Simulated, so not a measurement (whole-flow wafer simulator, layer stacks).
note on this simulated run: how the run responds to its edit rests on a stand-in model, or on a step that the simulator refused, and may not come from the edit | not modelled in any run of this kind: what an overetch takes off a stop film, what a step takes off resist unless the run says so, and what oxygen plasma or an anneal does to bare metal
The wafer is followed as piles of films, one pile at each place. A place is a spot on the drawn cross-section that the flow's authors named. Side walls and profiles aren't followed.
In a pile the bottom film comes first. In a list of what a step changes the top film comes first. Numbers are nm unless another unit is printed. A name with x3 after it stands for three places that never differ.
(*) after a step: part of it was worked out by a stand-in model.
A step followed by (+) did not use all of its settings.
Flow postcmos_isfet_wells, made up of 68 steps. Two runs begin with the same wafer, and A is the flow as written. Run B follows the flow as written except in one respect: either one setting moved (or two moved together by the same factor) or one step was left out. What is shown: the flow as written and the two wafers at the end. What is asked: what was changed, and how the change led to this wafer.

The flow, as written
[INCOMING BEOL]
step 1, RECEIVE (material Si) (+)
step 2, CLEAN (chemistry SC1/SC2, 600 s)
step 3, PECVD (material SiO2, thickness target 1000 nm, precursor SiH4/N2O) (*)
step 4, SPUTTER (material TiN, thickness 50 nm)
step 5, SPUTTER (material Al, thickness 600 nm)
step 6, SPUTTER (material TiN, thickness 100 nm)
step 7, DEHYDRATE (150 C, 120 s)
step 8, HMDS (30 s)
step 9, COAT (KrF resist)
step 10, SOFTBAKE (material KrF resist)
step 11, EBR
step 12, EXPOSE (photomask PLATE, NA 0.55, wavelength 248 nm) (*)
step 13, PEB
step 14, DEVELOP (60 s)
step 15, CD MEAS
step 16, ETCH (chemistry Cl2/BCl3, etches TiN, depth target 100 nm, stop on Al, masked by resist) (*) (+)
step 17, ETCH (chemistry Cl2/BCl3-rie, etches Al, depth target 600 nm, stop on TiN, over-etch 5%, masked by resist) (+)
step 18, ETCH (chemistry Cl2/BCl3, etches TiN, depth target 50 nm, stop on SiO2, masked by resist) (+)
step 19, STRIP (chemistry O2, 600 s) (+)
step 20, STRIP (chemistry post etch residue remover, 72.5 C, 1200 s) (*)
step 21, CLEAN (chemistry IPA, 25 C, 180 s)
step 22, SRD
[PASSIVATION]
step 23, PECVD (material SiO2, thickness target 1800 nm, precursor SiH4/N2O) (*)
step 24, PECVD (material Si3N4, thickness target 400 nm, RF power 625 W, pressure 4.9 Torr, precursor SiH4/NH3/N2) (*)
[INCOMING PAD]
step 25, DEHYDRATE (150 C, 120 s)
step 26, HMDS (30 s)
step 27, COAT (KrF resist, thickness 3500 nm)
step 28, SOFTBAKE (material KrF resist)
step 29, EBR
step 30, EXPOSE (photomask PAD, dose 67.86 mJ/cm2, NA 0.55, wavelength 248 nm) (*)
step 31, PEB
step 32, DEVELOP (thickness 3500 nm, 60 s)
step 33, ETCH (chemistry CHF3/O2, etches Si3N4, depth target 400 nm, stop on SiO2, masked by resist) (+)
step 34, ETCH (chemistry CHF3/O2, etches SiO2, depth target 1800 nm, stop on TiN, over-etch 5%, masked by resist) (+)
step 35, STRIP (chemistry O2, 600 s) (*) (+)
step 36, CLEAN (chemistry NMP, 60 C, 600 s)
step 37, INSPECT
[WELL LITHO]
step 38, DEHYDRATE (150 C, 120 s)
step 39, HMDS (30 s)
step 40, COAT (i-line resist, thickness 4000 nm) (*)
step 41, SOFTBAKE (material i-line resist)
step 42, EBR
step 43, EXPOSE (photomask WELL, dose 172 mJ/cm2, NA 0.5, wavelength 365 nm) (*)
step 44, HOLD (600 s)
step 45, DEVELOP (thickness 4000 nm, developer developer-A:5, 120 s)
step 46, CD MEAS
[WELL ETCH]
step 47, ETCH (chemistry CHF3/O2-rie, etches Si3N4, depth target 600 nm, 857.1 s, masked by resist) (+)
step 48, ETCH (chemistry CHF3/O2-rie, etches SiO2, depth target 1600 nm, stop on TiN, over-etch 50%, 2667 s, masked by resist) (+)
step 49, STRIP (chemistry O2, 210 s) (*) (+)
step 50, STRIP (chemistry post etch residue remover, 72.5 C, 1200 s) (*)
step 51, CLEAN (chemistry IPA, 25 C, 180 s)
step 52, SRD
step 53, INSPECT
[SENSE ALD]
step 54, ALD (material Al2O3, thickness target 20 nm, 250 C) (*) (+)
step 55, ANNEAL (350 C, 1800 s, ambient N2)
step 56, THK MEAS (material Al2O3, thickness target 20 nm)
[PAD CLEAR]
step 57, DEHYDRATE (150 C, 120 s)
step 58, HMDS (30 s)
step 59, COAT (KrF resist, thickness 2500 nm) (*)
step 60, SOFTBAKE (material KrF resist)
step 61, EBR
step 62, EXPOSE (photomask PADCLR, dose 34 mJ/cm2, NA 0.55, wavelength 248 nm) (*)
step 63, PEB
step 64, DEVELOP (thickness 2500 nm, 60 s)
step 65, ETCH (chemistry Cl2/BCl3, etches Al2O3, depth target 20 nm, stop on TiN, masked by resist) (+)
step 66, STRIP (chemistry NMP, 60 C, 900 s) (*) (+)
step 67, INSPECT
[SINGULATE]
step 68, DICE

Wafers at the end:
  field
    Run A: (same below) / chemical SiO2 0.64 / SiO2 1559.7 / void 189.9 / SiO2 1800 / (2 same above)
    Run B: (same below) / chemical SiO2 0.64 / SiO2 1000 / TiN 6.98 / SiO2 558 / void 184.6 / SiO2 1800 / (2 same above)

Cause: step 18, ETCH: depth target 42.6 nm was run, though the flow has depth target 50 nm.

Step by step, how the change led to this:
  step 18, ETCH (chemistry Cl2/BCl3, etches TiN, depth target 50 nm, stop on SiO2, masked by resist) (+)
      field: A TiN loses 50 (all of it) | B TiN loses 42.6
      margin, well900, well1300 x3, pad_rim, pad_clr, pad_open: A KrF resist loses 20 | B KrF resist loses 17
  step 23, PECVD (material SiO2, thickness target 1800 nm, precursor SiH4/N2O) (*)
      field: A SiO2 gains 1800 (new film), void gains 189.9 (new film), SiO2 gains 559.7 | B SiO2 gains 1800 (new film), void gains 184.6 (new film), SiO2 gains 558 (new film)
If metal films that touch count as one body, field has 1 body; the flow as written gives 0 bodies.
